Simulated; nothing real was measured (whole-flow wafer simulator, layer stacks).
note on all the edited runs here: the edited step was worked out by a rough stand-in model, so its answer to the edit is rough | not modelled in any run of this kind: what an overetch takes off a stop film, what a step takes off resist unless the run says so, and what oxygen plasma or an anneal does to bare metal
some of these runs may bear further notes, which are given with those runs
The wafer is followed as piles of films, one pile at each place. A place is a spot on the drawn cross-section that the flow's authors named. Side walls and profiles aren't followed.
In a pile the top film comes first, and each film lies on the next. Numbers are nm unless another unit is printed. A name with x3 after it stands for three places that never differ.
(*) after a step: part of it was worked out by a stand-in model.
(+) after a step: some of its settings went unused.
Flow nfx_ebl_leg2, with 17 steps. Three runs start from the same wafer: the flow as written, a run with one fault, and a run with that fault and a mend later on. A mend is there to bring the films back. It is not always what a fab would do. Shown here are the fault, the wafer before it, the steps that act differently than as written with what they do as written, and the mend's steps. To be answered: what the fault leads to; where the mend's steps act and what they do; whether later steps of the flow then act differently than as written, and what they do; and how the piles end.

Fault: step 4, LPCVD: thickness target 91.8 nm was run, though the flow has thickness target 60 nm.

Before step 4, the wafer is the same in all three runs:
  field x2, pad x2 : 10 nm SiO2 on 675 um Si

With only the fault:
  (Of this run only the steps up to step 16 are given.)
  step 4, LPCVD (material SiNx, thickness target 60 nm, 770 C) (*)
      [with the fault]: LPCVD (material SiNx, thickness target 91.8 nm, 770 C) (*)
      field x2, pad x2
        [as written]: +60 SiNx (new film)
        [with the fault]: +91.8 SiNx (new film)
  Later steps of the flow acting differently than as written:
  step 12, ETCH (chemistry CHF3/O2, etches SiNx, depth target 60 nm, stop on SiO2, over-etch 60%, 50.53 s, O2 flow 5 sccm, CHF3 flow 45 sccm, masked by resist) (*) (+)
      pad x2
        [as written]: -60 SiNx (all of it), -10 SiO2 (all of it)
        [with the fault]: -91.8 SiNx (all of it), -2.1 SiO2
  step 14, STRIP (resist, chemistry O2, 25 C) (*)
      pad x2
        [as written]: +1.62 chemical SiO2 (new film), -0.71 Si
        [with the fault]: nothing
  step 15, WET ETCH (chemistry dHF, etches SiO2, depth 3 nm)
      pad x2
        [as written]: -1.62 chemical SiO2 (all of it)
        [with the fault]: -3 SiO2
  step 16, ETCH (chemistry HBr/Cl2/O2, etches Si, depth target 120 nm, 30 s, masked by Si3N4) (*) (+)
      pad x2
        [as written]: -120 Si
        [with the fault]: -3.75 SiO2
  After step 16, at field x2, pad x2, the piles differ from the flow's by more than 2% or 0.5 nm, whichever is larger.
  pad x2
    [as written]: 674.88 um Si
    [with the fault]: 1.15 nm SiO2 on 675 um Si
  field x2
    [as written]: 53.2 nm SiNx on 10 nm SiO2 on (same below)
    [with the fault]: 85 nm SiNx on 10 nm SiO2 on (same below)

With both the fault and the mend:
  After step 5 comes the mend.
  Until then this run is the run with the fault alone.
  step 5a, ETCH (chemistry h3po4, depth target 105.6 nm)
      field x2, pad x2
        -91.8 SiNx (all of it)
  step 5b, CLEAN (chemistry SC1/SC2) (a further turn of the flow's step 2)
      does not change any film at any place that is followed
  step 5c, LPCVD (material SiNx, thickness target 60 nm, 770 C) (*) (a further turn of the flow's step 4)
      field x2, pad x2
        +60 SiNx (new film)
  Later steps of the flow that are run all act as written at every place that is followed.
  By the end, the piles equal the flow's at every place that both follow.
